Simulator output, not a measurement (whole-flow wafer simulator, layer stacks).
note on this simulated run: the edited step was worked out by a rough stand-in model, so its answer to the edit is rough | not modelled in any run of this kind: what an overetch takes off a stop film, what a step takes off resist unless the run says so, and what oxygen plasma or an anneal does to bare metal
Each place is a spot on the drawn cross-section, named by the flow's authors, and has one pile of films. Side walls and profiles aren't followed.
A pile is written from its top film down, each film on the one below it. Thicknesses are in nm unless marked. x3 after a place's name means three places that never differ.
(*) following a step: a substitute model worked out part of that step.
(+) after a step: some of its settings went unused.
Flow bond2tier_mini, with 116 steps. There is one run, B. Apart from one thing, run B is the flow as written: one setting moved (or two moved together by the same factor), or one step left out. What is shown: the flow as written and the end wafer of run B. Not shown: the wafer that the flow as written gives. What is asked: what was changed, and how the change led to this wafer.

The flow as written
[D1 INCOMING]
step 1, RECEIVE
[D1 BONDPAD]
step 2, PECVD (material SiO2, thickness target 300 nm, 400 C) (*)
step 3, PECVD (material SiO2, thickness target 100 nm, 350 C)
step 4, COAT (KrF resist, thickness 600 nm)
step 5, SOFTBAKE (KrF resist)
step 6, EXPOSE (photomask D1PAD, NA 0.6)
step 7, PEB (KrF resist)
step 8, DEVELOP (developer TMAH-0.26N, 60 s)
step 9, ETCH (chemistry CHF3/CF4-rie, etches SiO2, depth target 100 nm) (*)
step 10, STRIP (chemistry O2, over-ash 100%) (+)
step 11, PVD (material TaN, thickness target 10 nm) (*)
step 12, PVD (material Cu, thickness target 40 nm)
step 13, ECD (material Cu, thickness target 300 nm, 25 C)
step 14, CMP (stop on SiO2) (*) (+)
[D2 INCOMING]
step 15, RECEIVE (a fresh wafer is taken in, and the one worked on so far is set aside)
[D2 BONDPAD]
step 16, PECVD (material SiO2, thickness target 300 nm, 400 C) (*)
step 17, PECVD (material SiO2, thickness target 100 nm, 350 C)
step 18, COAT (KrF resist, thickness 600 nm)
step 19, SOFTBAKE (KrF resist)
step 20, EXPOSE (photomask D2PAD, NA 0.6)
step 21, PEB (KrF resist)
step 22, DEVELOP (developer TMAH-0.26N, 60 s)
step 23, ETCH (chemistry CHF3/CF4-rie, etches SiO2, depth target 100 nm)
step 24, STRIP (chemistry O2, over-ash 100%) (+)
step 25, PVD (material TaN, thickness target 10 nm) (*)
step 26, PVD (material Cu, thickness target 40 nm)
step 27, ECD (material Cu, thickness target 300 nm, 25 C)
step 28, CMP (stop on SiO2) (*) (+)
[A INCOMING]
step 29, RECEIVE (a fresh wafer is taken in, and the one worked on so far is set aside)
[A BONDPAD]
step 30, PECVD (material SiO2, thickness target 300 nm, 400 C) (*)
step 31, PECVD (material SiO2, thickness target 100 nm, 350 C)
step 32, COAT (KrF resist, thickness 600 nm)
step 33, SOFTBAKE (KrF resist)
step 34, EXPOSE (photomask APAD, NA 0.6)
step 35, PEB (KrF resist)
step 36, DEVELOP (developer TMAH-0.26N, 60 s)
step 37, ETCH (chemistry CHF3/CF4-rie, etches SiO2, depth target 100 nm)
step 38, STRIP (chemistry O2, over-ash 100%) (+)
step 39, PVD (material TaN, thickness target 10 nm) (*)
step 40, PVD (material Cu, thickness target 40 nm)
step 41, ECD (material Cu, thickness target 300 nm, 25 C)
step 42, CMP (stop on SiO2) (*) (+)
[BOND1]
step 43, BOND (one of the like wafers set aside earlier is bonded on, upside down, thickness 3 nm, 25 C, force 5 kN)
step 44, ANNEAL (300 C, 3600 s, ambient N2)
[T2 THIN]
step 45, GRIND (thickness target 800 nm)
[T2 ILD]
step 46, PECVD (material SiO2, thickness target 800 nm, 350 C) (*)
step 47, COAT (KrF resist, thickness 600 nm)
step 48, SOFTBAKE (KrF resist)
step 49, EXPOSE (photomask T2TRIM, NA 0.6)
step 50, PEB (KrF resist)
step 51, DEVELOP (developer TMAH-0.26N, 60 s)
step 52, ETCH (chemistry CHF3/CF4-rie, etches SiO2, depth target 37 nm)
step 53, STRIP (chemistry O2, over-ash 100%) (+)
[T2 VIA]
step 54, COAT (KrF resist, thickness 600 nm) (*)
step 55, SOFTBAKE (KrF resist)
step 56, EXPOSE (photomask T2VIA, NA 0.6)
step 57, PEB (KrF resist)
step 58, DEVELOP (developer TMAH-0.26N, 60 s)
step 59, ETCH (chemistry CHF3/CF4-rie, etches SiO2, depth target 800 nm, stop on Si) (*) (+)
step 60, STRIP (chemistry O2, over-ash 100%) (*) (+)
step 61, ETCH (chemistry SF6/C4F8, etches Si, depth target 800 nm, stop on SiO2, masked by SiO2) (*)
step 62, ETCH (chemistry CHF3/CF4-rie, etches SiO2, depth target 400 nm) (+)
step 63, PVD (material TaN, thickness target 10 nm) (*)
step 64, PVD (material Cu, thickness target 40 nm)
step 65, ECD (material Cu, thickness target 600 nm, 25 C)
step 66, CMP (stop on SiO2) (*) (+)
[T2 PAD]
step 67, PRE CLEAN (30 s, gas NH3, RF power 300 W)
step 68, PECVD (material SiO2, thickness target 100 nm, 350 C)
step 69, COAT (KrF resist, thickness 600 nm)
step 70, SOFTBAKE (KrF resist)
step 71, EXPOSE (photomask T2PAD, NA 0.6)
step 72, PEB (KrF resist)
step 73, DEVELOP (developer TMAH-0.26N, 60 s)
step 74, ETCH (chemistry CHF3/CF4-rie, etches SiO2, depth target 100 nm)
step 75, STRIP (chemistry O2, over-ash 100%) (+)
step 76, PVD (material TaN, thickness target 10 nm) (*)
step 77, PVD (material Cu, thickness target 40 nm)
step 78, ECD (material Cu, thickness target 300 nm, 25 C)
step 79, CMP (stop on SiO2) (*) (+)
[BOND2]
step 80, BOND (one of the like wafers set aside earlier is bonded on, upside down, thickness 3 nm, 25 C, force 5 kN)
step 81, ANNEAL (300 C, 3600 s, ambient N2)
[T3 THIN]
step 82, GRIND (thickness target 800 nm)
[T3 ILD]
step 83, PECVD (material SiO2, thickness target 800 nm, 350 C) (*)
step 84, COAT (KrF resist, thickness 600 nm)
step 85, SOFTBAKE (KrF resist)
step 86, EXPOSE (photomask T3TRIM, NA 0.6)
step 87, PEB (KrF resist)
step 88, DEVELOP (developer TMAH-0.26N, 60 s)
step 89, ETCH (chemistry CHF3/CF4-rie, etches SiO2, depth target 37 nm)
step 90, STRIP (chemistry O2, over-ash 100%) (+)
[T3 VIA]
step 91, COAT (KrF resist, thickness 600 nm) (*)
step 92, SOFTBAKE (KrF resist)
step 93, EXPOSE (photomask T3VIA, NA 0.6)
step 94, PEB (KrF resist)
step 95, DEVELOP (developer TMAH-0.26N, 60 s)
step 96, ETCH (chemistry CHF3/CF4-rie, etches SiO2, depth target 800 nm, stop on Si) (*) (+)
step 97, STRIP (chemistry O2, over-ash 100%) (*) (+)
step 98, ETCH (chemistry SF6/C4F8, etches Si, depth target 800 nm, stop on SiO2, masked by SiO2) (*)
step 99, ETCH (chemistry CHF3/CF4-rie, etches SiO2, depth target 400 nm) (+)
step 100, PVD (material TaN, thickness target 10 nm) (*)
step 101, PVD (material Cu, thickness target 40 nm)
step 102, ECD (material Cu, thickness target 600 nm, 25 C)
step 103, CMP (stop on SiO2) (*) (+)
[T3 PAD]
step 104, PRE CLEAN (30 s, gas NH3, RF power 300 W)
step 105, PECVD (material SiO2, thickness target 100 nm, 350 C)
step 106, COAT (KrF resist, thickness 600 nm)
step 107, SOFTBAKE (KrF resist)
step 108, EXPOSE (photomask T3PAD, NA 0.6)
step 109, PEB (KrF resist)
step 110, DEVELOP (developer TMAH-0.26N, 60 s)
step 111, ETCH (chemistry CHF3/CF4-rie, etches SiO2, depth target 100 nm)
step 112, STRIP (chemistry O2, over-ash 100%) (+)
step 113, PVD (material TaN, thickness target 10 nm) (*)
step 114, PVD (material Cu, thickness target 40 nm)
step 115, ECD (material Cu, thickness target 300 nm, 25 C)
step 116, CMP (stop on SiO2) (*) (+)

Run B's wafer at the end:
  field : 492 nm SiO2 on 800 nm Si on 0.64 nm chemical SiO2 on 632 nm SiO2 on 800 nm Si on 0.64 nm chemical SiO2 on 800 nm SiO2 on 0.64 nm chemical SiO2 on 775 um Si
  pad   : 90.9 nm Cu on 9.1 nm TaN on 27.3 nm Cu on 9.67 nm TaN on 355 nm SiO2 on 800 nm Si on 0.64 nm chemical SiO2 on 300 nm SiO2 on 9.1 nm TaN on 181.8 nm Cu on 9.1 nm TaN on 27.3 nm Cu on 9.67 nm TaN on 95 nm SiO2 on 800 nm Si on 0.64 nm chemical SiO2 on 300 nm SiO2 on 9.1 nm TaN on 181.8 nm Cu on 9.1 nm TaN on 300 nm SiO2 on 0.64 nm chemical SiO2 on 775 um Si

What caused this: step 46, PECVD: thickness target 540 nm was run, whereas the flow has thickness target 800 nm.

How this came from the change, step by step:
  step 46, PECVD (material SiO2, thickness target 800 nm, 350 C) (*)
      field, pad, via: +540 SiO2 (new film) (as written it would have been: +800 SiO2 (new film))
  step 59, ETCH (chemistry CHF3/CF4-rie, etches SiO2, depth target 800 nm, stop on Si) (*) (+)
      field, pad: -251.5 KrF resist (as written it would have been: -266.7 KrF resist)
      via: -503 SiO2 (all of it) (as written it would have been: -763 SiO2 (all of it))
  step 60, STRIP (chemistry O2, over-ash 100%) (*) (+)
      field: -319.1 KrF resist (all of it) (as written it would have been: -303.9 KrF resist (all of it))
      pad: -351.1 KrF resist (all of it) (as written it would have been: -336 KrF resist (all of it))
